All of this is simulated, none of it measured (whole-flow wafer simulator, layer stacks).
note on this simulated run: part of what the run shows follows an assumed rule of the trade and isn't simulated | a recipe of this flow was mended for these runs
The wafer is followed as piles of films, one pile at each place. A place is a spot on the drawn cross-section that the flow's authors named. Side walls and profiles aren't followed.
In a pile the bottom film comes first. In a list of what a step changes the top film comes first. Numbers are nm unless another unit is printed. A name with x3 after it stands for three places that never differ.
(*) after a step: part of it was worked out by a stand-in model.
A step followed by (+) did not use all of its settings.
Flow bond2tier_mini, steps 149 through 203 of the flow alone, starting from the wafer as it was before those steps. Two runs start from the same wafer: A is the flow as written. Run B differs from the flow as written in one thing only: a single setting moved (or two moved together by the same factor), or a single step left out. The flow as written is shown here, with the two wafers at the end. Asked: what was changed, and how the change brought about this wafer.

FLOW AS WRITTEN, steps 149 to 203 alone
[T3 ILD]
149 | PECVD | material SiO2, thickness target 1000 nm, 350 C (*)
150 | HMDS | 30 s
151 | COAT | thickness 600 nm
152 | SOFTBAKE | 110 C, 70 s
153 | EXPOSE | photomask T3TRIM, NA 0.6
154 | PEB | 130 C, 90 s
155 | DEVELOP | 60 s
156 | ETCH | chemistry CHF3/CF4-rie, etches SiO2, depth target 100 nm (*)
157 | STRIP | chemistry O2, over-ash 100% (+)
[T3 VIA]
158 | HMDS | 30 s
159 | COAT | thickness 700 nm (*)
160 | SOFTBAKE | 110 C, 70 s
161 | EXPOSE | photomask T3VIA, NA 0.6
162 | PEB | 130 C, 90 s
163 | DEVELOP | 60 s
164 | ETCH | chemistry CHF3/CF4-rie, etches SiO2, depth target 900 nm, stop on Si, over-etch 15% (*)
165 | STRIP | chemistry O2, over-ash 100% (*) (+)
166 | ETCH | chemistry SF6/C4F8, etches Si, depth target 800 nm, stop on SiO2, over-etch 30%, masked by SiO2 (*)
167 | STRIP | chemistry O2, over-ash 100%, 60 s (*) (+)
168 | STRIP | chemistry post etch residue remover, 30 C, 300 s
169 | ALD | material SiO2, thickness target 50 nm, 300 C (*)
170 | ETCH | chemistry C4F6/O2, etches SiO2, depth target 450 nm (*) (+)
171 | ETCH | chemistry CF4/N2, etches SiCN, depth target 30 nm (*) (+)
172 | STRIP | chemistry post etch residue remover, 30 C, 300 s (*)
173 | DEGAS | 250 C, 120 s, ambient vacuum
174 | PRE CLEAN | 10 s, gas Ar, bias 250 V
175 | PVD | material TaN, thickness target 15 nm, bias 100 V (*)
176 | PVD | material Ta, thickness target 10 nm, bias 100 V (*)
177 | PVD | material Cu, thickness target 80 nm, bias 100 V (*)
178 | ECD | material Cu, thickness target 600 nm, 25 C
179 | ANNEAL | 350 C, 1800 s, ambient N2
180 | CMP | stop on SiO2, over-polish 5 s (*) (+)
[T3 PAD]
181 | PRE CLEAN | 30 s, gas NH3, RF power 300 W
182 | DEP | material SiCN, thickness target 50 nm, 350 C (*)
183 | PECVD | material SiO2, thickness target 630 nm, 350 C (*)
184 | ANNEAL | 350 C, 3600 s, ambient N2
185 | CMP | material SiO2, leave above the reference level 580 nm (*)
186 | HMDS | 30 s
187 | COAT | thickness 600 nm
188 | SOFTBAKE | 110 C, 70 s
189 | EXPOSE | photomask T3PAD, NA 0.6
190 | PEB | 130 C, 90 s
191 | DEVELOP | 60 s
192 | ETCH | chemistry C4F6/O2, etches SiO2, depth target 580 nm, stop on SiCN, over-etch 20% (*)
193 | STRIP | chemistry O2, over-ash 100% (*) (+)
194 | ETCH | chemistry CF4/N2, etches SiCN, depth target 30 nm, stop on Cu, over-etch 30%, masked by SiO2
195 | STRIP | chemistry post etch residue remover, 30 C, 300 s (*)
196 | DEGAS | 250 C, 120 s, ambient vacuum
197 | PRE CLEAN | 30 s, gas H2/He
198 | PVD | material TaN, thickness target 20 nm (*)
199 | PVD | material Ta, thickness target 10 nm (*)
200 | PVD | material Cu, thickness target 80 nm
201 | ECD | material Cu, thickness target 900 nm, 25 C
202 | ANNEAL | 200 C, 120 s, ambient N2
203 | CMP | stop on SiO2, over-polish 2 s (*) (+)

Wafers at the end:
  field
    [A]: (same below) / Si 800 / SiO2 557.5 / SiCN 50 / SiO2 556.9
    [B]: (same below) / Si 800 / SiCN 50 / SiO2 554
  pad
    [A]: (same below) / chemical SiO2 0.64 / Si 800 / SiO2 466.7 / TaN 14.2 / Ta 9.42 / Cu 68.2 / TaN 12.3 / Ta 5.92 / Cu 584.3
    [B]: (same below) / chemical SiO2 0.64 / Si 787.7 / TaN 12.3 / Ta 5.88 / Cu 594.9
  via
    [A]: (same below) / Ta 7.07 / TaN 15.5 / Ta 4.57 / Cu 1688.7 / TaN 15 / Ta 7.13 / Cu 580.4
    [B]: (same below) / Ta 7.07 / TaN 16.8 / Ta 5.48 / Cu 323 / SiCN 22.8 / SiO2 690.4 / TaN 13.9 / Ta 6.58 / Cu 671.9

The reason: step 149, PECVD: thickness target 418.8 nm was run, though the flow has thickness target 1000 nm.

The path from the change to this, step by step:
  149 | PECVD | material SiO2, thickness target 1000 nm, 350 C (*)
      field, pad, via: A SiO2 gains 1000 (new film) | B SiO2 gains 418.8 (new film)
  164 | ETCH | chemistry CHF3/CF4-rie, etches SiO2, depth target 900 nm, stop on Si, over-etch 15% (*)
      field, pad: A thick-KrF-resist loses 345 | B thick-KrF-resist loses 122.2
      via: A SiO2 loses 900 (all of it), Si loses 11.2 | B SiO2 loses 318.8 (all of it), Si loses 59.7
  165 | STRIP | chemistry O2, over-ash 100% (*) (+)
      field: A thick-KrF-resist loses 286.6 (all of it) | B thick-KrF-resist loses 509.4 (all of it)
      pad: A thick-KrF-resist loses 372.9 (all of it) | B thick-KrF-resist loses 595.7 (all of it)
  166 | ETCH | chemistry SF6/C4F8, etches Si, depth target 800 nm, stop on SiO2, over-etch 30%, masked by SiO2 (*)
      field, pad: A SiO2 loses 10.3 | B SiO2 loses 9.62
      via: A Si loses 788.8 (all of it), chemical SiO2 loses 0.64 (all of it), SiO2 loses 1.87 | B Si loses 740.3 (all of it), chemical SiO2 loses 0.64 (all of it), SiO2 loses 2.35
  170 | ETCH | chemistry C4F6/O2, etches SiO2, depth target 450 nm (*) (+)
      pad: A SiO2 loses 450 | B SiO2 loses 359.2 (all of it), Si loses 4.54
  171 | ETCH | chemistry CF4/N2, etches SiCN, depth target 30 nm (*) (+)
      field: A SiO2 loses 20 | B SiO2 loses 9.18 (all of it)
      pad: A SiO2 loses 20 | B nothing
  174 | PRE CLEAN | 10 s, gas Ar, bias 250 V
      field, pad: A SiO2 loses 3 | B nothing
  175 | PVD | material TaN, thickness target 15 nm, bias 100 V (*)
      pad: A TaN gains 14.2 (new film) | B TaN gains 15 (new film)
      via: A TaN gains 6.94 | B TaN gains 8.27
  176 | PVD | material Ta, thickness target 10 nm, bias 100 V (*)
      pad: A Ta gains 9.42 (new film) | B Ta gains 10 (new film)
      via: A Ta gains 4.57 (new film) | B Ta gains 5.48 (new film)
  177 | PVD | material Cu, thickness target 80 nm, bias 100 V (*)
      pad: A Cu gains 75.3 (new film) | B Cu gains 80 (new film)
      via: A Cu gains 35 (new film) | B Cu gains 42.6 (new film)
  178 | ECD | material Cu, thickness target 600 nm, 25 C
      pad: A Cu gains 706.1 | B Cu gains 604.5
      via: A Cu gains 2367 | B Cu gains 1790.5
  180 | CMP | stop on SiO2, over-polish 5 s (*) (+)
      field: A Cu loses 680 (all of it), Ta loses 10 (all of it), TaN loses 15 (all of it), SiO2 loses 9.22 | B Cu loses 680 (all of it), Ta loses 10 (all of it), TaN loses 15 (all of it)
      pad: A Cu loses 711.3 | B Cu loses 684.5 (all of it), Ta loses 10 (all of it), TaN loses 15 (all of it)
      (also at 1 further place)
  182 | DEP | material SiCN, thickness target 50 nm, 350 C (*)
      via: A SiCN gains 50 (new film) | B SiCN gains 22.8 (new film)
  183 | PECVD | material SiO2, thickness target 630 nm, 350 C (*)
      via: A SiO2 gains 630 (new film) | B SiO2 gains 1457.6 (new film)
  185 | CMP | material SiO2, leave above the reference level 580 nm (*)
      pad, via: A SiO2 loses 50 | B SiO2 loses 45.5
      field: A SiO2 loses 47.1 | B SiO2 loses 50
  192 | ETCH | chemistry C4F6/O2, etches SiO2, depth target 580 nm, stop on SiCN, over-etch 20% (*)
      via: A SiO2 loses 580 (all of it), SiCN loses 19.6 | B SiO2 loses 696
      pad: A SiO2 loses 580 (all of it), SiCN loses 19.6 | B SiO2 loses 584.5 (all of it), SiCN loses 18.8
  ... 5 further steps ...
  201 | ECD | material Cu, thickness target 900 nm, 25 C
      via: A Cu gains 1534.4 | B Cu gains 1630.1
Taking metal films that touch as one body, via has 2 bodies (between them, from the top down: SiO2 690.4 / SiCN 22.8); the flow as written gives 1 body.
